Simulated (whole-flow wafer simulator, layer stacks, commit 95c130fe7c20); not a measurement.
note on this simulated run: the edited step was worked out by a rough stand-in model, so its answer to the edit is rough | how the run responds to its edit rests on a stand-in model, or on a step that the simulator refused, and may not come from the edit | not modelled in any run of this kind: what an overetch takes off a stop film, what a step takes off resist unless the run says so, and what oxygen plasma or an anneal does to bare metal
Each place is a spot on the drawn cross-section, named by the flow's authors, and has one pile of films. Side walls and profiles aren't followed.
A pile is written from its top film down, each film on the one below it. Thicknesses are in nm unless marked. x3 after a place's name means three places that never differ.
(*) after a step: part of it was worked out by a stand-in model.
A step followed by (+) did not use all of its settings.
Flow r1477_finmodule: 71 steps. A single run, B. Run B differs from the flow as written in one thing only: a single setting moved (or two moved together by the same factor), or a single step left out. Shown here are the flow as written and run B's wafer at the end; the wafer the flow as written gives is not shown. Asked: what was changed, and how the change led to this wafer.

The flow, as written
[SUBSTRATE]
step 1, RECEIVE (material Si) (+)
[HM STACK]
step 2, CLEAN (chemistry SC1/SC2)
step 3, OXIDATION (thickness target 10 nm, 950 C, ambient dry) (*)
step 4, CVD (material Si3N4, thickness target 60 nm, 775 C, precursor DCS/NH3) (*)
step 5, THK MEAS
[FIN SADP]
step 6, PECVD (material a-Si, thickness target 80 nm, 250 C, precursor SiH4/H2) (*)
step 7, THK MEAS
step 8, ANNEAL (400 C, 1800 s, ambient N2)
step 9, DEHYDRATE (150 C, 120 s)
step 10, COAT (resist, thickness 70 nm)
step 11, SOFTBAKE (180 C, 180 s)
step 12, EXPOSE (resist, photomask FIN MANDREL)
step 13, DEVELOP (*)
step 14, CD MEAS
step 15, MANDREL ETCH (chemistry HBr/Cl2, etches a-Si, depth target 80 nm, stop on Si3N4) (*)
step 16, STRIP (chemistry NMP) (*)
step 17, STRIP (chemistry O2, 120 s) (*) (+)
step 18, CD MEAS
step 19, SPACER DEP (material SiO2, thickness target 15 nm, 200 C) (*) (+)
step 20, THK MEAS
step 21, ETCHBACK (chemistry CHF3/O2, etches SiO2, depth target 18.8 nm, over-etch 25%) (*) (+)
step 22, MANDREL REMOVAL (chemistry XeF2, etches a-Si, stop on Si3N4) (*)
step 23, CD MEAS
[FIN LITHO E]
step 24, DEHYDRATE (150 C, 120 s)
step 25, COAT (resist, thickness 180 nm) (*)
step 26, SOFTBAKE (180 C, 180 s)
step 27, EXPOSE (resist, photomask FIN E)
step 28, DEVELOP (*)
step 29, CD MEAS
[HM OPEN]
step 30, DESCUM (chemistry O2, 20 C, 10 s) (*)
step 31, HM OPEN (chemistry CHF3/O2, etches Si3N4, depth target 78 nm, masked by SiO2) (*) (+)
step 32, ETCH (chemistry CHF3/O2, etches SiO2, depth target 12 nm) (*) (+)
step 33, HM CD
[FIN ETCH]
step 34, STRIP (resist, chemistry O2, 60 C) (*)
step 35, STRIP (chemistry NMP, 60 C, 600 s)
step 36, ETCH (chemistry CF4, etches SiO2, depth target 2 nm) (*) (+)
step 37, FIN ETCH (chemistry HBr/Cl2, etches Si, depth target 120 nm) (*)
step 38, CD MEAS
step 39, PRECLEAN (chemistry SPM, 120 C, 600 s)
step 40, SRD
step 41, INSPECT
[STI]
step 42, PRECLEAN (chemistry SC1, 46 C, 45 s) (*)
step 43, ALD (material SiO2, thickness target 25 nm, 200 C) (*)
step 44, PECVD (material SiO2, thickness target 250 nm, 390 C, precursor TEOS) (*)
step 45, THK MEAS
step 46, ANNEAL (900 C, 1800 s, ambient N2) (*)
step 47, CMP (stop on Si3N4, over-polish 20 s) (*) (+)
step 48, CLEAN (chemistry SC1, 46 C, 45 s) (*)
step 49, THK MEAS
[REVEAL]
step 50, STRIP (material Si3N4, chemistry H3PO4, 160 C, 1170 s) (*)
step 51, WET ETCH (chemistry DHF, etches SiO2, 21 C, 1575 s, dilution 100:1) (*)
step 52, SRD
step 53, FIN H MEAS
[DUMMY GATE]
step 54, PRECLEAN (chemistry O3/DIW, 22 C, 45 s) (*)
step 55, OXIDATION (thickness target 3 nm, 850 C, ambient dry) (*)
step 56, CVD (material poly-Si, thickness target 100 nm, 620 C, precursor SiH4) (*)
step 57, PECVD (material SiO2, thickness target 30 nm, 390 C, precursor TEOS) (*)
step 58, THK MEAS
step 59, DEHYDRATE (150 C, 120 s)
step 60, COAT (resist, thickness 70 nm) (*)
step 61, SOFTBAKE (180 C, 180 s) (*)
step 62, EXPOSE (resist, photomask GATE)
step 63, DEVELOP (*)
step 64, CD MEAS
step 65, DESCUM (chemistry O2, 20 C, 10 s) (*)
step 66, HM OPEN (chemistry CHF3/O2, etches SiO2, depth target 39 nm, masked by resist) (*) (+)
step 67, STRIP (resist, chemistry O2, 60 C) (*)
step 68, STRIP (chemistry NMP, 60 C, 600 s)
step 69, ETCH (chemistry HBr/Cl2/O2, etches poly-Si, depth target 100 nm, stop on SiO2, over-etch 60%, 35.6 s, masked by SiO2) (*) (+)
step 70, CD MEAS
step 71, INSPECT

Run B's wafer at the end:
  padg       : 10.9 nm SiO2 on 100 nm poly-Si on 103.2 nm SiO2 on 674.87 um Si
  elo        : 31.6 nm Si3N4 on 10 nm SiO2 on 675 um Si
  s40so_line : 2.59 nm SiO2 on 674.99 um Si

The reason: step 57, PECVD: thickness target 16.2 nm was run, whereas the flow has thickness target 30 nm.

How this came from the change, step by step:
  step 57, PECVD (material SiO2, thickness target 30 nm, 390 C, precursor TEOS) (*)
      pad, padg, elg and 33 more: SiO2 gains 16.2 (new film) (in the flow as written it would be: SiO2 gains 30 (new film))
  step 66, HM OPEN (chemistry CHF3/O2, etches SiO2, depth target 39 nm, masked by resist) (*) (+)
      pad, elo, eso and 15 more: SiO2 loses 16.2 (all of it), poly-Si loses 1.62 (in the flow as written it would be: SiO2 loses 30 (all of it), poly-Si loses 1.8)
      padg, elg, esg and 15 more: resist loses 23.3 (in the flow as written it would be: resist loses 37.4)
  step 67, STRIP (resist, chemistry O2, 60 C) (*)
      padg, elg, esg: resist loses 30 (all of it) (in the flow as written it would be: resist loses 15.9 (all of it))
      e100lg, e200lg: resist loses 26.9 (all of it) (in the flow as written it would be: resist loses 12.8 (all of it))
      (as well as at 13 more places)
